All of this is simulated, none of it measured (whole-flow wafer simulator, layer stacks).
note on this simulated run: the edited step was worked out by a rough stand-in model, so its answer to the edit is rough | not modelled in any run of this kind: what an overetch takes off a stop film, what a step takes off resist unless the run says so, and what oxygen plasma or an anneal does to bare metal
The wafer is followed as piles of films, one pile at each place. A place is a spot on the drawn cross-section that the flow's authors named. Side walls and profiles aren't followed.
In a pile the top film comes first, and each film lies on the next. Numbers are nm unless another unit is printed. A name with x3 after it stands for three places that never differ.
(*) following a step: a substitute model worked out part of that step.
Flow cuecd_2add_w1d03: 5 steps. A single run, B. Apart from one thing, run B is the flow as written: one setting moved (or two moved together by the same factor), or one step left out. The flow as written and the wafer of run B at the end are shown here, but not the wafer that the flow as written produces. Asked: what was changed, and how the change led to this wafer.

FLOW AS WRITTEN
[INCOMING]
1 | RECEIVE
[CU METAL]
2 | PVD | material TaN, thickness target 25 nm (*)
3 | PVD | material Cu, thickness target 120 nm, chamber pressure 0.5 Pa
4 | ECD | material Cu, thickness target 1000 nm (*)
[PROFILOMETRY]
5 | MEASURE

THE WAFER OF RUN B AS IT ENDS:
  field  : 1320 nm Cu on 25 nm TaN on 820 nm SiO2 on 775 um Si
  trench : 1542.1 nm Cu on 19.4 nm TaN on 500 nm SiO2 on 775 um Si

Cause: step 4, ECD: thickness target 1200 nm was run, though the flow has thickness target 1000 nm.

The path from the change to this, step by step:
  4 | ECD | material Cu, thickness target 1000 nm (*)
      field: +1200 Cu (as written it would have been: +1000 Cu)
      trench: +1448.7 Cu (as written it would have been: +1226.8 Cu)
